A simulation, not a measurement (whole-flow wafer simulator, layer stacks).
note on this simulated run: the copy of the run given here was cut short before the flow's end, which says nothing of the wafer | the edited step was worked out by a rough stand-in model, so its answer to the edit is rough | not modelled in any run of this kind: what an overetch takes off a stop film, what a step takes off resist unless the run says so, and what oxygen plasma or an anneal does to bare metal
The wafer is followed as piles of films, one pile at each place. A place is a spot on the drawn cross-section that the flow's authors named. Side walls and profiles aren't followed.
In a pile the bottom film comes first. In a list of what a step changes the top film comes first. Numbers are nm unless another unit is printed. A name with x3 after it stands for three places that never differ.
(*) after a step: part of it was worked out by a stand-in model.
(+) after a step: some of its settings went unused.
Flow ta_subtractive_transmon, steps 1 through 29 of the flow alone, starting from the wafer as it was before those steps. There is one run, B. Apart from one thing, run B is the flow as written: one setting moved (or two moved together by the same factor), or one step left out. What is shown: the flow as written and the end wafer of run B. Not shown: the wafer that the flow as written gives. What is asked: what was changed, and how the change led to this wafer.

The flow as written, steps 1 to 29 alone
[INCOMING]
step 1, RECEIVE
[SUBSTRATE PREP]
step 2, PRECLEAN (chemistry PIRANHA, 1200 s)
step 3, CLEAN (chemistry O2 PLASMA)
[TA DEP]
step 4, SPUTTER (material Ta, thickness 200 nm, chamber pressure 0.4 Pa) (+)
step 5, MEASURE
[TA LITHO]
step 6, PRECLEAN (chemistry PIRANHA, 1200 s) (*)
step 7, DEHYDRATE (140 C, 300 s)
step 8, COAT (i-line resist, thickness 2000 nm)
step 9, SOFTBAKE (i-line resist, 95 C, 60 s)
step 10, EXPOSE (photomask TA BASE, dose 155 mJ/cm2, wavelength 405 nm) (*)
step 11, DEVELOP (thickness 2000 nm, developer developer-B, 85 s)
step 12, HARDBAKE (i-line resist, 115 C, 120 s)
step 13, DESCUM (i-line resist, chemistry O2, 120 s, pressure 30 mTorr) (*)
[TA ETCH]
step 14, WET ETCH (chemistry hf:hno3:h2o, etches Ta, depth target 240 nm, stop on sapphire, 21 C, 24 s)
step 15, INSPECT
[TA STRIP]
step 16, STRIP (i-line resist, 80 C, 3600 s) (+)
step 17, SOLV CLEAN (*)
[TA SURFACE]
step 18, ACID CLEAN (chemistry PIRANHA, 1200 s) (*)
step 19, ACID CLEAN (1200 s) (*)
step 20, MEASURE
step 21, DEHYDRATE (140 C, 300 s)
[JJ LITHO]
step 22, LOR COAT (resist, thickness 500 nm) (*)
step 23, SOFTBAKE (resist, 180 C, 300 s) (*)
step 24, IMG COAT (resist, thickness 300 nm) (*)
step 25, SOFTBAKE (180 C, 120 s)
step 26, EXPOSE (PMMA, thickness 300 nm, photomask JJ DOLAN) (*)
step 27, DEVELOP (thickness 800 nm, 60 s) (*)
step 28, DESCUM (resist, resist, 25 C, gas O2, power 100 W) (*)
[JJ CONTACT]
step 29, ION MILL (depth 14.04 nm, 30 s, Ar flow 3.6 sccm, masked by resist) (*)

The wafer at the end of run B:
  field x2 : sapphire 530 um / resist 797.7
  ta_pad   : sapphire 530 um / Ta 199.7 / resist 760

What caused this: step 24, IMG COAT: thickness 330 nm was run, while the flow as written has thickness 300 nm.

The path from the change to this, step by step:
  step 24, IMG COAT (resist, thickness 300 nm) (*)
      field x2, jj_line: +330 resist (it would be, as written: +300 resist)
      lead: +343.5 resist (it would be, as written: +312.6 resist)
      (also at 2 further places)
  step 27, DEVELOP (thickness 800 nm, 60 s) (*)
      jj_line: -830 resist (all of it) (it would be, as written: -800 resist (all of it))
      lead: -898.3 resist (all of it) (it would be, as written: -867.4 resist (all of it))
      (also at 1 further place)
